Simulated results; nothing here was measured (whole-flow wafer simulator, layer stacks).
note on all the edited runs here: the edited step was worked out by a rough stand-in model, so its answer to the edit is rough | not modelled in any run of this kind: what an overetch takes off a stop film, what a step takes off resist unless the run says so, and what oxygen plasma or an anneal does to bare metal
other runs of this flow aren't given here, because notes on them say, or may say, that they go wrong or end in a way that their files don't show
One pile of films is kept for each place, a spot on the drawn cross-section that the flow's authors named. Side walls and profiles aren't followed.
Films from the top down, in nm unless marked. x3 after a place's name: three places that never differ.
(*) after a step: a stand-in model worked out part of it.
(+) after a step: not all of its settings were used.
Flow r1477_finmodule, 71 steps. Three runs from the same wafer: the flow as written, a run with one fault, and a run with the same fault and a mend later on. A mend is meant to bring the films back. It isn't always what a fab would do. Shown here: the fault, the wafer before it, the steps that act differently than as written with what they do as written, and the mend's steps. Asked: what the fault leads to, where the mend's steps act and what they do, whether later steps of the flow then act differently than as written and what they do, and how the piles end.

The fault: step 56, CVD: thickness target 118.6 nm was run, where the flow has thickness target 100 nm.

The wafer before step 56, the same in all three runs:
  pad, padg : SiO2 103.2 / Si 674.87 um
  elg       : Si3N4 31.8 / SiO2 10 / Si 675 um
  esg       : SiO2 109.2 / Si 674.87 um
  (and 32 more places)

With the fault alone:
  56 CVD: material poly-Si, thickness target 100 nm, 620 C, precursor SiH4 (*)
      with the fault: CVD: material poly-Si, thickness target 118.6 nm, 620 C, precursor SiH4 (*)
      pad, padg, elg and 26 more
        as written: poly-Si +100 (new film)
        with the fault: poly-Si +118.6 (new film)
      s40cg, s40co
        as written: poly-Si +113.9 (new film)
        with the fault: poly-Si +132.8 (new film)
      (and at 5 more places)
  Later steps of the flow that act differently than as written (3 more steps differ only slightly, by at most 2% or 0.5 nm, whichever is larger, and aren't shown):
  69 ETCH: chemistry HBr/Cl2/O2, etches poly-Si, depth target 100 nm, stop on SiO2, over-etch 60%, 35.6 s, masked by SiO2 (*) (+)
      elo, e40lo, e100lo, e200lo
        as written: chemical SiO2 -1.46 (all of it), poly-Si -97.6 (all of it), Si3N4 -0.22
        with the fault: chemical SiO2 -1.46 (all of it), poly-Si -116.2 (all of it)
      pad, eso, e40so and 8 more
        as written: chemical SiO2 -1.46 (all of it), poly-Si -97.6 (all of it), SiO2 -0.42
        with the fault: chemical SiO2 -1.46 (all of it), poly-Si -116.2 (all of it), SiO2 -0.22
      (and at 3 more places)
  At the end the piles differ from the flow's by more than 2% or 0.5 nm, whichever is larger, at padg, elg, esg and 15 more.
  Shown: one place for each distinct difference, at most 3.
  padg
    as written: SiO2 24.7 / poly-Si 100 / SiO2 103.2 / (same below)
    with the fault: SiO2 24.7 / poly-Si 118.6 / SiO2 103.2 / (same below)
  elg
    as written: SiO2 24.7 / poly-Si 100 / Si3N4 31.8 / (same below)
    with the fault: SiO2 24.7 / poly-Si 118.6 / Si3N4 31.8 / (same below)
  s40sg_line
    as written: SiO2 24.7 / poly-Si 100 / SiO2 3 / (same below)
    with the fault: SiO2 24.7 / poly-Si 118.6 / SiO2 3 / (same below)

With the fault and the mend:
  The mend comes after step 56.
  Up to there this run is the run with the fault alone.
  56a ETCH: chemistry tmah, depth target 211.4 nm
      pad, padg, elg and 26 more
        poly-Si -118.6 (all of it)
      s40cg, s40co
        poly-Si -132.8 (all of it)
      s45cg, s45co
        poly-Si -132.4 (all of it)
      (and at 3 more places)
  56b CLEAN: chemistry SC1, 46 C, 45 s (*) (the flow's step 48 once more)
      s40sg_line, s45sg_line, s50sg_line, s40so_line, s45so_line, s50so_line
        SiO2 -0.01
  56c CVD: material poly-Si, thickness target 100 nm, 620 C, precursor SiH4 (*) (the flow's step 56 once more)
      pad, padg, elg and 26 more
        poly-Si +100 (new film)
      s40cg, s40co
        poly-Si +113.9 (new film)
      s45cg, s45co
        poly-Si +113.4 (new film)
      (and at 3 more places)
  No later step of the flow acts differently than as written, at any place that is followed, by more than 2% or 0.5 nm, whichever is larger.
  At the end the piles differ from the flow's only slightly at the places that both follow, by at most 2% or 0.5 nm, whichever is larger.
